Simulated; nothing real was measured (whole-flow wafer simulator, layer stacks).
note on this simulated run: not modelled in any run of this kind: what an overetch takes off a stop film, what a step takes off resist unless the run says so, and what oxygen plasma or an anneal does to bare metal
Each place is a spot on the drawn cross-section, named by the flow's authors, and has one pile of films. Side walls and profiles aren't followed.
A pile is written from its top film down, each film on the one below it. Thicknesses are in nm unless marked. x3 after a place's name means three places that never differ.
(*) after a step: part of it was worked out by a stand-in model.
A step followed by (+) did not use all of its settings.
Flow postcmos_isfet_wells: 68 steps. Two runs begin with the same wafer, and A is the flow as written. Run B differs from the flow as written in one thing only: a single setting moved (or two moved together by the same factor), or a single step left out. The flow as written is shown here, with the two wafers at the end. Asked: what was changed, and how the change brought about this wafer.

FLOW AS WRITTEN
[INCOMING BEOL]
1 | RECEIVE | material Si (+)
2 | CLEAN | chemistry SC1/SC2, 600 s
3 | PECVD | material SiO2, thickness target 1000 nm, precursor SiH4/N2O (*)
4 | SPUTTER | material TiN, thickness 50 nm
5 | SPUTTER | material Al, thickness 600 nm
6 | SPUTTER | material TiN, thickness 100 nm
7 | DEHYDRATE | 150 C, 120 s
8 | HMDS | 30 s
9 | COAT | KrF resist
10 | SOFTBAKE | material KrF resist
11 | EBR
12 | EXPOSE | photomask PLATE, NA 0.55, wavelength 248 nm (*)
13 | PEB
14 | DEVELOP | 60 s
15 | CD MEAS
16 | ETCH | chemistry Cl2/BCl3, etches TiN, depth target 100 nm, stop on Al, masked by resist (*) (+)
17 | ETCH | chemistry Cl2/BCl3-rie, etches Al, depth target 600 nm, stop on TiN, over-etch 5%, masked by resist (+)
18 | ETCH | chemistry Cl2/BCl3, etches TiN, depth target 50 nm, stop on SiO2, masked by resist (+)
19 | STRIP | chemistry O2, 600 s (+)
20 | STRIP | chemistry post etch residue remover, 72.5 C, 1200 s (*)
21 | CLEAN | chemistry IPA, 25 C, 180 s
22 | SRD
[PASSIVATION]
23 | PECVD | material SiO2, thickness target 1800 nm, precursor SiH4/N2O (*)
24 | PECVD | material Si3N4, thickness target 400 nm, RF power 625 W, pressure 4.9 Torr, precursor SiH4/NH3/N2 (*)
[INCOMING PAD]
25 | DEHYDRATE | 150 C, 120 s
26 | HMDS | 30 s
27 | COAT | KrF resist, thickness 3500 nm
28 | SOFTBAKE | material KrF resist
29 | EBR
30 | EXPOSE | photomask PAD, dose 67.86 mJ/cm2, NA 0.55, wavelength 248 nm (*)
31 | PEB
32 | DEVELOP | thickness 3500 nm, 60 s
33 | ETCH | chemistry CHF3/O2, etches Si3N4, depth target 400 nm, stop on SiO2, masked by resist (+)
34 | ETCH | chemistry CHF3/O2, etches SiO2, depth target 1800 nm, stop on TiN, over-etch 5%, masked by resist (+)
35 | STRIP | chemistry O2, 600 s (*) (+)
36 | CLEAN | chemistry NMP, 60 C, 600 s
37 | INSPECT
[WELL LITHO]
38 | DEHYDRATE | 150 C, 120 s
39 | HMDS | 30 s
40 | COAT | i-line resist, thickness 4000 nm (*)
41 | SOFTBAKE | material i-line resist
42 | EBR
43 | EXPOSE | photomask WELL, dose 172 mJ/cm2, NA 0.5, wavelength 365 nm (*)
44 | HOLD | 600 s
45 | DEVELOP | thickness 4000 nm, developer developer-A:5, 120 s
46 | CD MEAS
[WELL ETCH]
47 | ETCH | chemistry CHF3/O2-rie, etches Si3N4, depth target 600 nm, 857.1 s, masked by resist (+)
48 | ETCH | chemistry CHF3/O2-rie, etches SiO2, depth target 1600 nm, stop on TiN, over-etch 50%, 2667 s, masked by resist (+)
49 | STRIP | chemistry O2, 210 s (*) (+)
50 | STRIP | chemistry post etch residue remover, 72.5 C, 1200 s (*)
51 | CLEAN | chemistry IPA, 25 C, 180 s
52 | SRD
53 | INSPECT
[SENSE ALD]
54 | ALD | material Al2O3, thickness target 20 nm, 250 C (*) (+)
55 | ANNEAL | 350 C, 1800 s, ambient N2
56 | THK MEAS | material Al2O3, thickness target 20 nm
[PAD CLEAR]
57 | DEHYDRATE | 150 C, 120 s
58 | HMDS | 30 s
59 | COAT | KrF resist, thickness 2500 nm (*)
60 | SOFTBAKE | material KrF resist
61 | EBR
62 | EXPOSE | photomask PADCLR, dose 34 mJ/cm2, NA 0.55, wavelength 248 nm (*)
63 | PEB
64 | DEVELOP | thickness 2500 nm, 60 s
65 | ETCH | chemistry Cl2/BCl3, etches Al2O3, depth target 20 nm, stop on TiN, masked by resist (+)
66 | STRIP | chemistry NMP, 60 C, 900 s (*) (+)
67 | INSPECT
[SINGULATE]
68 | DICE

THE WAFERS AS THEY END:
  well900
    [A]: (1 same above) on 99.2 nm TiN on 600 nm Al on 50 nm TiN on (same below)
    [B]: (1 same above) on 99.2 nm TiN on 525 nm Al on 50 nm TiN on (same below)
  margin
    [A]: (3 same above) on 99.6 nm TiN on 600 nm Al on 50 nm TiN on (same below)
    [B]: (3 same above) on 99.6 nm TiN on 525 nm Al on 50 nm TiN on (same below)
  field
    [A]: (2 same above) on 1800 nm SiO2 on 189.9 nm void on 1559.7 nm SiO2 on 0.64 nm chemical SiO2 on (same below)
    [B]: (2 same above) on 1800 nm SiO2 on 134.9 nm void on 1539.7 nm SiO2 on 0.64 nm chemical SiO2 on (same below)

What caused this: step 5, SPUTTER: thickness 525 nm was run, though the flow has thickness 600 nm.
The wafer itself shows it: well900 has Al 525, and step 5 as written asks for 600 nm.

Step by step, how the change led to this:
  5 | SPUTTER | material Al, thickness 600 nm
      field, margin, well900, well1300 x3, pad_rim, pad_clr, pad_open: A Al gains 600 (new film) | B Al gains 525 (new film)
  17 | ETCH | chemistry Cl2/BCl3-rie, etches Al, depth target 600 nm, stop on TiN, over-etch 5%, masked by resist (+)
      margin, well900, well1300 x3, pad_rim, pad_clr, pad_open: A KrF resist loses 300 | B KrF resist loses 275.6
      field: A Al loses 600 (all of it) | B Al loses 525 (all of it)
  19 | STRIP | chemistry O2, 600 s (+)
      margin, well900, well1300 x3, pad_rim, pad_clr, pad_open: A KrF resist loses 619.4 (all of it) | B KrF resist loses 643.7 (all of it)
  23 | PECVD | material SiO2, thickness target 1800 nm, precursor SiH4/N2O (*)
      field: A SiO2 gains 1800 (new film), void gains 189.9 (new film), SiO2 gains 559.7 | B SiO2 gains 1800 (new film), void gains 134.9 (new film), SiO2 gains 539.7
